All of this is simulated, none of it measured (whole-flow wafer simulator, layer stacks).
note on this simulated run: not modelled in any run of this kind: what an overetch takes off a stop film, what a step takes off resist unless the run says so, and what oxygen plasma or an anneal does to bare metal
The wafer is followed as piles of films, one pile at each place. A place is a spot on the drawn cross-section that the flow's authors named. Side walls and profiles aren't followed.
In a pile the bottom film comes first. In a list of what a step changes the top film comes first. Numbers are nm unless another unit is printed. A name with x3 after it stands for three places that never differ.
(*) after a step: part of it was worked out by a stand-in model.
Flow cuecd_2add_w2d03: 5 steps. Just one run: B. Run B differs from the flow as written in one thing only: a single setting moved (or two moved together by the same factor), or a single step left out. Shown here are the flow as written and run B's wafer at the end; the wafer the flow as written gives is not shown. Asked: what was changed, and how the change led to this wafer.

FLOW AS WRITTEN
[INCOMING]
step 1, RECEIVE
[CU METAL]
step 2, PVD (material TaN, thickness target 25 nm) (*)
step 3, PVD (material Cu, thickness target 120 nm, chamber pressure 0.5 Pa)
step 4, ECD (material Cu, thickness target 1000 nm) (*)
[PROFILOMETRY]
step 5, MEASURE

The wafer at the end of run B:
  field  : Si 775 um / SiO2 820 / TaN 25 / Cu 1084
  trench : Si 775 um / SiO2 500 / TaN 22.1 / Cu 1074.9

The reason: step 3, PVD: thickness target 84 nm was run, while the flow as written has thickness target 120 nm.

How this came from the change, step by step:
  step 3, PVD (material Cu, thickness target 120 nm, chamber pressure 0.5 Pa)
      field: +84 Cu (new film) (it would be, as written: +120 Cu (new film))
      trench: +74.9 Cu (new film) (it would be, as written: +107.2 Cu (new film))
